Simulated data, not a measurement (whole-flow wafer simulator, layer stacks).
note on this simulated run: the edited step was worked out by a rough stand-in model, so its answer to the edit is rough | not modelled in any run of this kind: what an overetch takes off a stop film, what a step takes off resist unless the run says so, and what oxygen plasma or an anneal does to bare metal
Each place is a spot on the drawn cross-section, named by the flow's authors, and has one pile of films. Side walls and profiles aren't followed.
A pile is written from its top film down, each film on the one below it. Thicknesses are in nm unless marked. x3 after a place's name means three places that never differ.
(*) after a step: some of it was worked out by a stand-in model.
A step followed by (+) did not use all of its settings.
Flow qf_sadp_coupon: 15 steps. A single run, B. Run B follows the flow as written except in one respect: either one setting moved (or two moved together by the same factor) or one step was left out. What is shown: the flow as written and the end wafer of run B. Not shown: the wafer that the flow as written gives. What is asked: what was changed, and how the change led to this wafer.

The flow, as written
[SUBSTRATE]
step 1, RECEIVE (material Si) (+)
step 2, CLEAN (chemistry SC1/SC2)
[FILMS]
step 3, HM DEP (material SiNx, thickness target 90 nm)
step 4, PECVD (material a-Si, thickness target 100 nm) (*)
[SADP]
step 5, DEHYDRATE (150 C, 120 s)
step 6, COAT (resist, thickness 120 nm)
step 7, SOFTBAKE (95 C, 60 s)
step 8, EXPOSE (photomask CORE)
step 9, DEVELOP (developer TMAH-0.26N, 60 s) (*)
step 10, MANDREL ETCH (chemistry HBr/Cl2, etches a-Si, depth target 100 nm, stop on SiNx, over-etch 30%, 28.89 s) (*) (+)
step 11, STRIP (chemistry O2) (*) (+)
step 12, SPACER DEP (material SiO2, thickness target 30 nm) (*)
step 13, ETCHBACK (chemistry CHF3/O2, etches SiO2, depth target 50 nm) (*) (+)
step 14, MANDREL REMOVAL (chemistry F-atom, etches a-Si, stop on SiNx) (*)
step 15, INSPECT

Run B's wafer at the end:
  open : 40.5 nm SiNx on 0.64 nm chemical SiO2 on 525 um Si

The reason: step 13, ETCHBACK: depth target 77.5 nm was run, while the flow as written has depth target 50 nm.

The path from the change to this, step by step:
  step 13, ETCHBACK (chemistry CHF3/O2, etches SiO2, depth target 50 nm) (*) (+)
      m: SiO2 loses 30 (all of it), chemical SiO2 loses 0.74 (all of it), a-Si loses 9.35 (as written it would have been: SiO2 loses 30 (all of it), chemical SiO2 loses 0.74 (all of it), a-Si loses 3.85)
      open: SiO2 loses 30 (all of it), SiNx loses 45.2 (as written it would have been: SiO2 loses 30 (all of it), SiNx loses 19)
  step 14, MANDREL REMOVAL (chemistry F-atom, etches a-Si, stop on SiNx) (*)
      m: a-Si loses 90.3 (all of it) (as written it would have been: a-Si loses 95.8 (all of it))
